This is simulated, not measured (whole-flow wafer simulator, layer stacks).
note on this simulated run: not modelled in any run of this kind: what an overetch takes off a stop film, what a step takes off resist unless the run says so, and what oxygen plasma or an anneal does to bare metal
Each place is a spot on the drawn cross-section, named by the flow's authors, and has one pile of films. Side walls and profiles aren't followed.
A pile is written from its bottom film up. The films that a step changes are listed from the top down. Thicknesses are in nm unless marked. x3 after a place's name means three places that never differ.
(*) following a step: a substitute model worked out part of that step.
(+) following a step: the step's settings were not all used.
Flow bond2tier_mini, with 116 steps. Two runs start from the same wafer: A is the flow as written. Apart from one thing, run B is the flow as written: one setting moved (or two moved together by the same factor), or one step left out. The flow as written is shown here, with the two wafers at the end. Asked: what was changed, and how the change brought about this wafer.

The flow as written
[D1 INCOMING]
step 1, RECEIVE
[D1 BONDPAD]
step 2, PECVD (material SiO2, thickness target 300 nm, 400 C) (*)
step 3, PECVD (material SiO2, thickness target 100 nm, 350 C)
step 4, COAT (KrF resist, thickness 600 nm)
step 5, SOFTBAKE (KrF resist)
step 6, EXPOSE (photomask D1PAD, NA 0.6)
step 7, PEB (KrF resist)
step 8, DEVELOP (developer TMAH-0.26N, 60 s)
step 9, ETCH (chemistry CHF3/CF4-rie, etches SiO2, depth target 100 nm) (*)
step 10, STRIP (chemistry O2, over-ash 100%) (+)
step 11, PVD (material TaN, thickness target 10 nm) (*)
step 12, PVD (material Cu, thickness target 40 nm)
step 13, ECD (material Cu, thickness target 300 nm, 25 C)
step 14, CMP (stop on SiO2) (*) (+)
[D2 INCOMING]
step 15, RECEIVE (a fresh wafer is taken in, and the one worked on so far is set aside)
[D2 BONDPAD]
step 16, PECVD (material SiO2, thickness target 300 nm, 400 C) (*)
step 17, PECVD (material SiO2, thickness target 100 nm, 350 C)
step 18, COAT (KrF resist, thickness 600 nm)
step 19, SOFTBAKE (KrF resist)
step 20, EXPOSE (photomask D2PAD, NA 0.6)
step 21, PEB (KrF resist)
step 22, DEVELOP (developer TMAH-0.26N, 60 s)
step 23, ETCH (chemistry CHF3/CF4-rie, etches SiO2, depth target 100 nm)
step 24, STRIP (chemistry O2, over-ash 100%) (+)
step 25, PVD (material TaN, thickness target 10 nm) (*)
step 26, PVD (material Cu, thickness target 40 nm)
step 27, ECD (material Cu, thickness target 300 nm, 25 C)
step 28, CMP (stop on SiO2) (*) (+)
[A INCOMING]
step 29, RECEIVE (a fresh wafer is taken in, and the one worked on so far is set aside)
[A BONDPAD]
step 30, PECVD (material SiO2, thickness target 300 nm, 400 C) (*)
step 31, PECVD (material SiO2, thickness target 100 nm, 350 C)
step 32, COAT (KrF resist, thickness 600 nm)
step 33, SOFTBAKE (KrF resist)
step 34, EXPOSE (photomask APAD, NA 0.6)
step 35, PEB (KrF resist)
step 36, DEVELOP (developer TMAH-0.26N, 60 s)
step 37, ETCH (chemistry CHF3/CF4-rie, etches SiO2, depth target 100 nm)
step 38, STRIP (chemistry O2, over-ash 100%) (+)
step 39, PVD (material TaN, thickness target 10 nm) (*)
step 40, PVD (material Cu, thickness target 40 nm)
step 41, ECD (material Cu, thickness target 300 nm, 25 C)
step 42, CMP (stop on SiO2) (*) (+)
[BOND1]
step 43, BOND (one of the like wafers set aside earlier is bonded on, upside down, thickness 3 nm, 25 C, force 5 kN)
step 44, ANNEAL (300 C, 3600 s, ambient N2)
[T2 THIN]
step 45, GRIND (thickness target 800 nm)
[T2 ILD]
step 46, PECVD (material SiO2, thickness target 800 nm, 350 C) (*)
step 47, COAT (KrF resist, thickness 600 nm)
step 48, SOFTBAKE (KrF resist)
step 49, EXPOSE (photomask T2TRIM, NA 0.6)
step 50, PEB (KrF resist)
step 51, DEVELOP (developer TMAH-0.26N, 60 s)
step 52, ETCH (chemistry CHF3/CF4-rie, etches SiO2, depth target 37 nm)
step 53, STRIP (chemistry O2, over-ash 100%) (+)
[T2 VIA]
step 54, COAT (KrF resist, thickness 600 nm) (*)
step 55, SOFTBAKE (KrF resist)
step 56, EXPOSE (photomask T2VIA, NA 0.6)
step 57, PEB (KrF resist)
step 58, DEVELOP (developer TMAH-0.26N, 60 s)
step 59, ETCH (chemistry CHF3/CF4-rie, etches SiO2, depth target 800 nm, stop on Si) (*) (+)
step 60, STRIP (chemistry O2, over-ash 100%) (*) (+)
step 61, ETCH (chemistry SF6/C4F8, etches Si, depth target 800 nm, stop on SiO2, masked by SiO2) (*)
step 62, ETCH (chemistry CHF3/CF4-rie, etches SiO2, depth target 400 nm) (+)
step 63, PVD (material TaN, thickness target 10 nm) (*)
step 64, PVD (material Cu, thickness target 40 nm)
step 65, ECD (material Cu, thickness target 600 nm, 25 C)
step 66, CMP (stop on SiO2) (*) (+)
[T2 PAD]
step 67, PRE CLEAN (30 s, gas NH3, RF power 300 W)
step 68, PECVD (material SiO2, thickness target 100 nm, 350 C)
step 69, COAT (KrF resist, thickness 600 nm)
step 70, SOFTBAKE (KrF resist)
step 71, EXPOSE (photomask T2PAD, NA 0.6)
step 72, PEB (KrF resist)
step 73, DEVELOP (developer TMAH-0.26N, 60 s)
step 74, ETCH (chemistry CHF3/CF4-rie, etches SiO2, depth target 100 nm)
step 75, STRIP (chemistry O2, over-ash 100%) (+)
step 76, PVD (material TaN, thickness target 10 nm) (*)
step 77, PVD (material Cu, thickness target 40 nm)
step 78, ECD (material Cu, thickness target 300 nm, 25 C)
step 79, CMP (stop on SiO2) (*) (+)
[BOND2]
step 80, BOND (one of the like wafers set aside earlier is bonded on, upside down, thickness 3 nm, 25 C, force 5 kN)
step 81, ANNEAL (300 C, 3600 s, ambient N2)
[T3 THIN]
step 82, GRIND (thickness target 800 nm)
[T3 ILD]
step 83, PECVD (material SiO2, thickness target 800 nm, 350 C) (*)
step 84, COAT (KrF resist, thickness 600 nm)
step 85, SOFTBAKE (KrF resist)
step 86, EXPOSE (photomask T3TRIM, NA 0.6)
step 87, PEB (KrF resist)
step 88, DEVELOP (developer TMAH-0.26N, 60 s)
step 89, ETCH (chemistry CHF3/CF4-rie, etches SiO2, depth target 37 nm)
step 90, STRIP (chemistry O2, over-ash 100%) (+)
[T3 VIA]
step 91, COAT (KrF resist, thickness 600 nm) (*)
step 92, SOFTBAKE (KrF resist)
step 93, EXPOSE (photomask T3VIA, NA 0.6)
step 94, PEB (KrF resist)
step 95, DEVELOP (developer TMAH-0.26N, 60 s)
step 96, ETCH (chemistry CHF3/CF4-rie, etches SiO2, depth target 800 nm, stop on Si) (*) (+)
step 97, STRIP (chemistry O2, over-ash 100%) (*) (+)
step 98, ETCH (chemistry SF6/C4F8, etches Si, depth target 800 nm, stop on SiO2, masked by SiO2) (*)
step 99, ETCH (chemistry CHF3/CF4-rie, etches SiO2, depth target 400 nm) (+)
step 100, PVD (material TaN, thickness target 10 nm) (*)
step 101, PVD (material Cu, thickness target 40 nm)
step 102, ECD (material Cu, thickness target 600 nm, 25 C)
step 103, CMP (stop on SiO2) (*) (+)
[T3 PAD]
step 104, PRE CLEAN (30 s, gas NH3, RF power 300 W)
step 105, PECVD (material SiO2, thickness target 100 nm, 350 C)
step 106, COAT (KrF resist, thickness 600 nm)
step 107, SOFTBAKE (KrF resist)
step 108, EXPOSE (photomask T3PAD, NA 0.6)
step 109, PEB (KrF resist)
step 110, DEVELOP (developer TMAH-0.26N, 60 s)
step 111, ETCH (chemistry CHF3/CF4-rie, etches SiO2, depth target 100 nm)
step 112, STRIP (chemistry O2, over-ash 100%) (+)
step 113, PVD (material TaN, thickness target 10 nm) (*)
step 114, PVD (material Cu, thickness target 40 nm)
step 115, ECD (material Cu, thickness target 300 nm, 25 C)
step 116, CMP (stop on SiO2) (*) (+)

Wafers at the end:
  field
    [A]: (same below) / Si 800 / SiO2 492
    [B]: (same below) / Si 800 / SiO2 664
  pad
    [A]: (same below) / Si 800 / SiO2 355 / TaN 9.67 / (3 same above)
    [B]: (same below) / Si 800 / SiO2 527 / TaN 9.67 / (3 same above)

Cause: step 99, ETCH: depth target 228 nm was run, though the flow has depth target 400 nm.

How this came from the change, step by step:
  step 99, ETCH (chemistry CHF3/CF4-rie, etches SiO2, depth target 400 nm) (+)
      field, pad: A -400 SiO2 | B -228 SiO2
